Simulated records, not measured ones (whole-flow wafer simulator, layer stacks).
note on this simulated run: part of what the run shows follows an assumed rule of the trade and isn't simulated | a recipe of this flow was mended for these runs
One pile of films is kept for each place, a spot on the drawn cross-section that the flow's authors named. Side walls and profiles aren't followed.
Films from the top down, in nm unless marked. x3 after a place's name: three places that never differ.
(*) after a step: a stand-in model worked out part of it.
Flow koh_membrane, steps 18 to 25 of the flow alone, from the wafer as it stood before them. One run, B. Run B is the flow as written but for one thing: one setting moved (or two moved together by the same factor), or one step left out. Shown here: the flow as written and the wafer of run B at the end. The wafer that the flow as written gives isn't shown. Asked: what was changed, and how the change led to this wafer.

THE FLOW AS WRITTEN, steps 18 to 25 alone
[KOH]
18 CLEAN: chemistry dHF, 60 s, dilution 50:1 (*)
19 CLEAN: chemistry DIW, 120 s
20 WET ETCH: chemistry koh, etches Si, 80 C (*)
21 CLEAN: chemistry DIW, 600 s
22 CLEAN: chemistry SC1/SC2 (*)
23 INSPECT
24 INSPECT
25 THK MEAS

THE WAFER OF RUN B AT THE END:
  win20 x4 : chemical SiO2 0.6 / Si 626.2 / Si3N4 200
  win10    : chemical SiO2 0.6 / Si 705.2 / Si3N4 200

The cause: step 20, WET ETCH: 74.7 C was run, where the flow has 80 C.

How the change led to this, step by step:
  20 WET ETCH: chemistry koh, etches Si, 80 C (*)
      win20 x4: Si -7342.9 (as written it would be: Si -7969.3 (all of it))
  22 CLEAN: chemistry SC1/SC2 (*)
      win20 x4: chemical SiO2 +0.6 (new film), Si -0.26 (as written it would be: nothing)
